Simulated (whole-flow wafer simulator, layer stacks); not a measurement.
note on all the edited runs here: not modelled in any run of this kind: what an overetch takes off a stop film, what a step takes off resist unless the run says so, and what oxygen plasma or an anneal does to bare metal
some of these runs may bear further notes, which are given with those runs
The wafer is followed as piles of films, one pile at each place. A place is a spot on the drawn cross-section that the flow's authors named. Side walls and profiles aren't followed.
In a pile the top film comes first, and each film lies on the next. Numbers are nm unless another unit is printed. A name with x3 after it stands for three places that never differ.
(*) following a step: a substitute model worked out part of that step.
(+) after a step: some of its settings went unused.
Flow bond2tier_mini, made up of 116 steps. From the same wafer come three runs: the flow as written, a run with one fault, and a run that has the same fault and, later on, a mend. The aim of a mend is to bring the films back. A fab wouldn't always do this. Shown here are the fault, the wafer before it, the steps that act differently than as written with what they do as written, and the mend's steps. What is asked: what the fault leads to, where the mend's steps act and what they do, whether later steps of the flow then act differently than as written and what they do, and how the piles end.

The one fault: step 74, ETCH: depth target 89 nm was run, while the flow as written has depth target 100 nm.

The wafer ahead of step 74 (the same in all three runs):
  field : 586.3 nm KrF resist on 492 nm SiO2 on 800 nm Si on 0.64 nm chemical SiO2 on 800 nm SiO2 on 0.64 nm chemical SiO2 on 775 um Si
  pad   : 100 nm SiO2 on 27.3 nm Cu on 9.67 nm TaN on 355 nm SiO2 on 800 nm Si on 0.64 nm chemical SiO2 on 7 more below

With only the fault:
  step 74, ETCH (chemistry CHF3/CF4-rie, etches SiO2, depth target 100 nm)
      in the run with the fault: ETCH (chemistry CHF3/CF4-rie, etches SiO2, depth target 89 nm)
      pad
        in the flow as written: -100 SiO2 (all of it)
        in the run with the fault: -89 SiO2
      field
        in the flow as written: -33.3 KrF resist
        in the run with the fault: -29.7 KrF resist
  Later steps of the flow acting differently than as written (3 more steps, not shown, differ only slightly: by at most 2% or 0.5 nm, whichever is larger):
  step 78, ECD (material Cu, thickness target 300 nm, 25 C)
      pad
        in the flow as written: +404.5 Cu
        in the run with the fault: +393 Cu
  The piles end different from the flow's at pad by more than 2% or 0.5 nm, whichever is larger.
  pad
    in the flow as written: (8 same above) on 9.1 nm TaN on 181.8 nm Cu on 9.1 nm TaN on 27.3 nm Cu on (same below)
    in the run with the fault: (8 same above) on 9.1 nm TaN on 170.7 nm Cu on 9.2 nm TaN on 11 nm SiO2 on 27.3 nm Cu on (same below)

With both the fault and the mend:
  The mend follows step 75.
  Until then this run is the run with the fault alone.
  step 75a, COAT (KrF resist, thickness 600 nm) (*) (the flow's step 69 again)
      field
        +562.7 KrF resist (new film)
      pad
        +639.1 KrF resist (new film)
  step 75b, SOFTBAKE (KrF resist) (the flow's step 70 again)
      alters no film at any place that is followed
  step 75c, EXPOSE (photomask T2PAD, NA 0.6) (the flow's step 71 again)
      alters no film at any place that is followed
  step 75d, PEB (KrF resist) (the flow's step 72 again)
      alters no film at any place that is followed
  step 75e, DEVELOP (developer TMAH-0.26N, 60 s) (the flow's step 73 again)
      field
        -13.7 KrF resist
      pad
        -639.1 KrF resist (all of it)
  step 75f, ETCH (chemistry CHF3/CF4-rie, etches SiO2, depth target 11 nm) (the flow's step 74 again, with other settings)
      field
        -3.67 KrF resist
      pad
        -11 SiO2 (all of it)
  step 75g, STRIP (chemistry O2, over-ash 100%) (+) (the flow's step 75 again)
      field
        -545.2 KrF resist (all of it)
  Later steps of the flow that are run all act as written at every place that is followed.
  By the end, the piles equal the flow's at every place that both follow.
